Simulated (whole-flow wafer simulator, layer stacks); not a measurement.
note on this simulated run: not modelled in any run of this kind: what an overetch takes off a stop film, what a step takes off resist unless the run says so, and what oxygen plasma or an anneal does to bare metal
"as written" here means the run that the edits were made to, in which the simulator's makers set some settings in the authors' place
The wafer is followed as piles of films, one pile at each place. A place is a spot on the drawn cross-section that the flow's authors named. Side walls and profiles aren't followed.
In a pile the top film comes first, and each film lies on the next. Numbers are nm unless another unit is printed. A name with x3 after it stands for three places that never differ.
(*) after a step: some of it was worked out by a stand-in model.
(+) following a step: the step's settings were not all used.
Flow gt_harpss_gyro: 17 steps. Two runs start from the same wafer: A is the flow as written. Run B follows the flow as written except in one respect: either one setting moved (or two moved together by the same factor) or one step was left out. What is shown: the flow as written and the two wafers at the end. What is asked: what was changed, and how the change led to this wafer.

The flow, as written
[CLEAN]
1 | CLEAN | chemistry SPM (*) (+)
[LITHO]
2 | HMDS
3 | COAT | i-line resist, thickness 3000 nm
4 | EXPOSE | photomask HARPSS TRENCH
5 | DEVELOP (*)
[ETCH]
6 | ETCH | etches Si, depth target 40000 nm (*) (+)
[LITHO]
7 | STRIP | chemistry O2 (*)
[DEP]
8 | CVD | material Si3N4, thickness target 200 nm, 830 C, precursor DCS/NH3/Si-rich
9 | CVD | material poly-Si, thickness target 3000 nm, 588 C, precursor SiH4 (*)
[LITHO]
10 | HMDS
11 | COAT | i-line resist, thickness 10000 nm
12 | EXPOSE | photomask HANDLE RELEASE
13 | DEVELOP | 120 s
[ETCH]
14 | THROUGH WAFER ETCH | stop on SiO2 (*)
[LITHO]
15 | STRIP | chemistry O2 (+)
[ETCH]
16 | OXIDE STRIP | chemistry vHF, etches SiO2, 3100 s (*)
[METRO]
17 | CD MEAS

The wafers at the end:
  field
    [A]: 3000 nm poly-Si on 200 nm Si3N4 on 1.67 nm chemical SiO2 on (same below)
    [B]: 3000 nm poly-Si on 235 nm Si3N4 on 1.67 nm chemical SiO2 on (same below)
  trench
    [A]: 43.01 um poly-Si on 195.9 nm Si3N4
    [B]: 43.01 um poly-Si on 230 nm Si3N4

Cause: step 8, CVD: thickness target 235 nm was run, whereas the flow has thickness target 200 nm.
The wafer itself shows it: field has Si3N4 235, and step 8 as written asks for 200 nm.

How this came from the change, step by step:
  8 | CVD | material Si3N4, thickness target 200 nm, 830 C, precursor DCS/NH3/Si-rich
      field: A +200 Si3N4 (new film) | B +235 Si3N4 (new film)
      trench: A +195.9 Si3N4 (new film) | B +230 Si3N4 (new film)
